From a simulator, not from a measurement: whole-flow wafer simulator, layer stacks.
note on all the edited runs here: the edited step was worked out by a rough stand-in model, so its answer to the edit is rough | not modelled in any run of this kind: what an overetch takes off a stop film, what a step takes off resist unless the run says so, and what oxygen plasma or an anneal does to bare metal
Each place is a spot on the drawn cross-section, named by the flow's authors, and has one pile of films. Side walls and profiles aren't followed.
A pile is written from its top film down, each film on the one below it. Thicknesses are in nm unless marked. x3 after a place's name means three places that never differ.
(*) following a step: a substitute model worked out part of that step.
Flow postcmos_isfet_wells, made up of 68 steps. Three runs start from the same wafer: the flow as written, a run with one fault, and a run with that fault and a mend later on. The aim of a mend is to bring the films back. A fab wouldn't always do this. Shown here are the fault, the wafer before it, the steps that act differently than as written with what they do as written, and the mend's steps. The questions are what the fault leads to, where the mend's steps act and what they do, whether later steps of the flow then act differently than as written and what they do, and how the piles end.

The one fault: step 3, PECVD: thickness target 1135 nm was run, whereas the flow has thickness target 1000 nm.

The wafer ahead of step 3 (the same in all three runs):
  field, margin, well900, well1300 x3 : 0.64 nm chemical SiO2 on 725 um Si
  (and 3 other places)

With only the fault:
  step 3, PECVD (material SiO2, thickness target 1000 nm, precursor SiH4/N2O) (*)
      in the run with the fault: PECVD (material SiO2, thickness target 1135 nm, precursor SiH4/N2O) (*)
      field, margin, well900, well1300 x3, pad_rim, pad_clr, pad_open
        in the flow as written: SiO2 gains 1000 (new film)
        in the run with the fault: SiO2 gains 1135 (new film)
  Every later step of the flow that is run acts as written at every place that is followed.
  By the end, the piles at field, margin, well900, well1300 x3, pad_rim, pad_clr, pad_open depart from the flow's by more than 2% or 0.5 nm, whichever is larger.
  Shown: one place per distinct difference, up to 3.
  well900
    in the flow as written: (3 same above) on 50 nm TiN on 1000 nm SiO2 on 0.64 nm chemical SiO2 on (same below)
    in the run with the fault: (3 same above) on 50 nm TiN on 1135 nm SiO2 on 0.64 nm chemical SiO2 on (same below)
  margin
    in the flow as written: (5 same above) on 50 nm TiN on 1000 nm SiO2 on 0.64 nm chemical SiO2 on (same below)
    in the run with the fault: (5 same above) on 50 nm TiN on 1135 nm SiO2 on 0.64 nm chemical SiO2 on (same below)
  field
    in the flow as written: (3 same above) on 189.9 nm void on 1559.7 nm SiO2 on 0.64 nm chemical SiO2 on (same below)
    in the run with the fault: (3 same above) on 189.9 nm void on 1694.7 nm SiO2 on 0.64 nm chemical SiO2 on (same below)

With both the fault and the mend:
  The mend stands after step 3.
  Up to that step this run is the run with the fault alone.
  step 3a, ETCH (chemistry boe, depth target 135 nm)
      field, margin, well900, well1300 x3, pad_rim, pad_clr, pad_open
        SiO2 loses 135
  Every later step of the flow that is run acts as written at every place that is followed.
  The piles end the same as the flow's at every place that both follow.
